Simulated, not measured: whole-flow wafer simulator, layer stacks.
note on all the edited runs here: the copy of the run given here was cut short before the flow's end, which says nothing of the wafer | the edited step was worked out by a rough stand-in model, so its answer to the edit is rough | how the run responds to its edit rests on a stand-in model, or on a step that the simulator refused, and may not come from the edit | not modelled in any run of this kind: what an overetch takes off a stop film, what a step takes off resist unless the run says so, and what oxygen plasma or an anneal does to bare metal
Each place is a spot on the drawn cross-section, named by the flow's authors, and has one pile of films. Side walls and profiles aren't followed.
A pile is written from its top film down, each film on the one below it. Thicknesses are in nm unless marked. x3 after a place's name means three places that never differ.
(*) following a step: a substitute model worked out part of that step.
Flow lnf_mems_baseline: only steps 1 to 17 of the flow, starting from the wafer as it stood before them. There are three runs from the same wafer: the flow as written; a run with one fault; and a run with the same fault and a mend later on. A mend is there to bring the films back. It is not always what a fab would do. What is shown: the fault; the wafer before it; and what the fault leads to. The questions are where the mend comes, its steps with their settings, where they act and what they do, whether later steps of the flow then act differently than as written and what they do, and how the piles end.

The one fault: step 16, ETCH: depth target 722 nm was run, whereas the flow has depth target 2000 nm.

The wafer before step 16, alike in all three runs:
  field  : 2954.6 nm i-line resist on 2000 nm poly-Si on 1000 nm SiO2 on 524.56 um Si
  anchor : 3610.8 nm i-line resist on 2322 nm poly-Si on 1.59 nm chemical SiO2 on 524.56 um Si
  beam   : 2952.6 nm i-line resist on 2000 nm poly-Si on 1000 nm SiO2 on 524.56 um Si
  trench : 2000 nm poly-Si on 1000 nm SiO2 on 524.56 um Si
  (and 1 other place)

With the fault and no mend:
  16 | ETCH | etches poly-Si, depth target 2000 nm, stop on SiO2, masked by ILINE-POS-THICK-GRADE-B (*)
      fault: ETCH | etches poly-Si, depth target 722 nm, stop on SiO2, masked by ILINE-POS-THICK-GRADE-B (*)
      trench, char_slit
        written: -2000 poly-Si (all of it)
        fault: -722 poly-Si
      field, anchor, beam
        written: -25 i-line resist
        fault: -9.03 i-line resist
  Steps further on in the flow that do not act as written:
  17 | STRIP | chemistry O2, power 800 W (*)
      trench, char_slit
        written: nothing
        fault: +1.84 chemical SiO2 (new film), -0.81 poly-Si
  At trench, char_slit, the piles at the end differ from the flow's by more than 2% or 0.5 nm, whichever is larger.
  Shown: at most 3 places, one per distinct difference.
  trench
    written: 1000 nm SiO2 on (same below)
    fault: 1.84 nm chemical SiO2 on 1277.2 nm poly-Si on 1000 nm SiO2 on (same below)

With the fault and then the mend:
  The mend stands after step 17.
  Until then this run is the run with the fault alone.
  17a | COAT | i-line resist, thickness 3000 nm (*) (a further turn of the flow's step 11)
      field
        +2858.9 i-line resist (new film)
      anchor
        +3476.5 i-line resist (new film)
      beam
        +2803.6 i-line resist (new film)
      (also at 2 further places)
  17b | SOFTBAKE | 115 C, 90 s (a further turn of the flow's step 12)
      field
        +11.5 i-line resist
      anchor
        +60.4 i-line resist
      beam
        +47.5 i-line resist
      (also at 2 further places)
  17c | EXPOSE | photomask CANT, dose 200 mJ/cm2, NA 0.45, wavelength 365 nm (*) (a further turn of the flow's step 13)
      alters no film at any place that is followed
  17d | PEB | i-line resist, 115 C, 90 s (a further turn of the flow's step 14)
      field
        -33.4 i-line resist
      anchor
        -44 i-line resist
      beam
        -33.1 i-line resist
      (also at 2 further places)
  17e | DEVELOP | i-line resist, thickness 3000 nm, developer developer-F, 60 s (a further turn of the flow's step 15)
      field, anchor, beam
        -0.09 i-line resist
      trench
        -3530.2 i-line resist (all of it)
      char_slit
        -3573.1 i-line resist (all of it)
  17f | ETCH | etches poly-Si, depth target 1278 nm, stop on SiO2, masked by ILINE-POS-THICK-GRADE-B (*) (a further turn of the flow's step 16, with different settings)
      field, anchor, beam
        -16 i-line resist
      trench, char_slit
        -1.84 chemical SiO2 (all of it), -1277.2 poly-Si (all of it)
  17g | STRIP | chemistry O2, power 800 W (*) (a further turn of the flow's step 17)
      field
        -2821 i-line resist (all of it), +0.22 chemical SiO2, -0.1 poly-Si
      anchor
        -3476.9 i-line resist (all of it), +0.22 chemical SiO2, -0.1 poly-Si
      beam
        -2801.8 i-line resist (all of it), +0.22 chemical SiO2, -0.1 poly-Si
  None of the later steps of the flow acts differently than as written at any place that is followed.
  The piles end only slightly different from the flow's at the places that both follow, by no more than 2% or 0.5 nm, whichever is larger.
